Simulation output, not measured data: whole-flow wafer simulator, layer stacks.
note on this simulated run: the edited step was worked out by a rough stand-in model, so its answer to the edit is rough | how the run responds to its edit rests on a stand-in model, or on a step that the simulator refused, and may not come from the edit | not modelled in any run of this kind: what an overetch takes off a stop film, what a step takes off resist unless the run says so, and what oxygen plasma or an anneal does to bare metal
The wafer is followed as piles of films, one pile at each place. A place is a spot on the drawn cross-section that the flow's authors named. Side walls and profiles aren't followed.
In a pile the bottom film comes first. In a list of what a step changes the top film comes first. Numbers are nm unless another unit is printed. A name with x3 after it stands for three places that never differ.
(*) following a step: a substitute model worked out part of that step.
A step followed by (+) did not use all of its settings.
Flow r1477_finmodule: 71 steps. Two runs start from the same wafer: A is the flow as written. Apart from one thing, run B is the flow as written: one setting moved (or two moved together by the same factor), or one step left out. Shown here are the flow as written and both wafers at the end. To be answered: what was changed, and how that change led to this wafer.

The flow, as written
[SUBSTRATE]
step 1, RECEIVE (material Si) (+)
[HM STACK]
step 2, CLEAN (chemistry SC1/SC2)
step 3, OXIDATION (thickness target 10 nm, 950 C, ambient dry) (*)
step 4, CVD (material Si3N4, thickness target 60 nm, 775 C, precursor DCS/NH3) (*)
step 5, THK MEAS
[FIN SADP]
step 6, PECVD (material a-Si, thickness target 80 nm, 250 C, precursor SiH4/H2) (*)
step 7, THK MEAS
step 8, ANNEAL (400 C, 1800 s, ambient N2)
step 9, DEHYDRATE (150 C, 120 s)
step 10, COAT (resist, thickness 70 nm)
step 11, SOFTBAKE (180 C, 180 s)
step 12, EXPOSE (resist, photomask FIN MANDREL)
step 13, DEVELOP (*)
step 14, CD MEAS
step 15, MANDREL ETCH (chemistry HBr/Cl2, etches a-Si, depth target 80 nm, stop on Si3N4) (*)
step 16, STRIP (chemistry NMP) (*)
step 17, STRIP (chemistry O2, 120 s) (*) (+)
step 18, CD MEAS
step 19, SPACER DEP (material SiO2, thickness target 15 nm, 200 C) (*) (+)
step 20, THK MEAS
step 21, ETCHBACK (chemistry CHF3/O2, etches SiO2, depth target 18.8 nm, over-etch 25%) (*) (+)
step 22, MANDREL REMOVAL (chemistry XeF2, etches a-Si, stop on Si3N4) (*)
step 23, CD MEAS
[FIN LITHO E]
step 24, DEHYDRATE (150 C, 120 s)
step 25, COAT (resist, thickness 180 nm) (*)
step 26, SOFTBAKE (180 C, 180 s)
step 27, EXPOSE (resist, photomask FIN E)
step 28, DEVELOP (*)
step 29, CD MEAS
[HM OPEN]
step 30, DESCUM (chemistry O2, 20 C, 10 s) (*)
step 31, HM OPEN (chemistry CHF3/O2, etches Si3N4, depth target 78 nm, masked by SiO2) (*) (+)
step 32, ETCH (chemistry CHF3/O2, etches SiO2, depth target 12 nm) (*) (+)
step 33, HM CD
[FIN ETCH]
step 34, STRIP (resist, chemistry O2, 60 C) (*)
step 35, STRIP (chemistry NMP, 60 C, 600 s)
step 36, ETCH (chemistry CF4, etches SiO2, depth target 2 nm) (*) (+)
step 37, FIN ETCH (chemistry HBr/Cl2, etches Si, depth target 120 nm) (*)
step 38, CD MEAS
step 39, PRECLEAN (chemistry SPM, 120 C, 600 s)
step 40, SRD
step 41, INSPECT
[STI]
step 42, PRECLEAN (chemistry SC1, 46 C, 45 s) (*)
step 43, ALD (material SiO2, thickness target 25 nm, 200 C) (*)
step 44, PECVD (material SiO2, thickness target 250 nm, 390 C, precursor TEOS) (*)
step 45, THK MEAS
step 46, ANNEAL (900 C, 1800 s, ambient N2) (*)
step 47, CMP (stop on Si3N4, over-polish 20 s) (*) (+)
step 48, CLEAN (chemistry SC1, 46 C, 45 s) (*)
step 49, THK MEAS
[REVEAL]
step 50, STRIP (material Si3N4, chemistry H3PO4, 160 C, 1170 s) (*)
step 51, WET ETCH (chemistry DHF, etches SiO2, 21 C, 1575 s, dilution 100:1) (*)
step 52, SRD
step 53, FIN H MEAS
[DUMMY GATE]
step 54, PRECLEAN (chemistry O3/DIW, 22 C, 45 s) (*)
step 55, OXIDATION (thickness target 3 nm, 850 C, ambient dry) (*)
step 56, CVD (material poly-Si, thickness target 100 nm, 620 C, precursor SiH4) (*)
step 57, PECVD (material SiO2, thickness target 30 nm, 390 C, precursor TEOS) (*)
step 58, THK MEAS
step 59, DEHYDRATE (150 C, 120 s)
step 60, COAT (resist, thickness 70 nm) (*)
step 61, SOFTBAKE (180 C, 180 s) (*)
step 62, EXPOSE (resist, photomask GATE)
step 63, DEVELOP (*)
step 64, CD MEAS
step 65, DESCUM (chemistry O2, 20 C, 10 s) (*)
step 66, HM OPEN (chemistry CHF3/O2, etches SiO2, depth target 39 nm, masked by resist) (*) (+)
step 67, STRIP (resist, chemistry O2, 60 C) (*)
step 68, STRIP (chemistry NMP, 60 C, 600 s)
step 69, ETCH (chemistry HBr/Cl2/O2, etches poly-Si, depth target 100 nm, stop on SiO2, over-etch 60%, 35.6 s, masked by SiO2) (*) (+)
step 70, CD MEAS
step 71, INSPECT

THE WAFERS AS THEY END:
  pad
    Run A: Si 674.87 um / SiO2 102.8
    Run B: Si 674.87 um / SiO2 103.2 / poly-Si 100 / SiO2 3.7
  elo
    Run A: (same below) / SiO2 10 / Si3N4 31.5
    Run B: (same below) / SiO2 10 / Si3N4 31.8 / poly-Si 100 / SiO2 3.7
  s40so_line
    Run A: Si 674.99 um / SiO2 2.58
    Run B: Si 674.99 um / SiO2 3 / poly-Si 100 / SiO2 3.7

The reason: step 57, PECVD: thickness target 48 nm was run, though the flow has thickness target 30 nm.

How this came from the change, step by step:
  step 57, PECVD (material SiO2, thickness target 30 nm, 390 C, precursor TEOS) (*)
      pad, padg, elg and 33 more: A +30 SiO2 (new film) | B +48 SiO2 (new film)
  step 66, HM OPEN (chemistry CHF3/O2, etches SiO2, depth target 39 nm, masked by resist) (*) (+)
      pad, elo, eso and 15 more: A -30 SiO2 (all of it), -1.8 poly-Si | B -39 SiO2
  step 67, STRIP (resist, chemistry O2, 60 C) (*)
      pad, elo, eso and 15 more: A +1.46 chemical SiO2 (new film), -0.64 poly-Si | B nothing
  step 69, ETCH (chemistry HBr/Cl2/O2, etches poly-Si, depth target 100 nm, stop on SiO2, over-etch 60%, 35.6 s, masked by SiO2) (*) (+)
      pad, eso, e40so and 8 more: A -1.46 chemical SiO2 (all of it), -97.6 poly-Si (all of it), -0.42 SiO2 | B -5.3 SiO2
      elo, e40lo, e100lo, e200lo: A -1.46 chemical SiO2 (all of it), -97.6 poly-Si (all of it), -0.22 Si3N4 | B -5.3 SiO2
      (and at 3 other places as well)
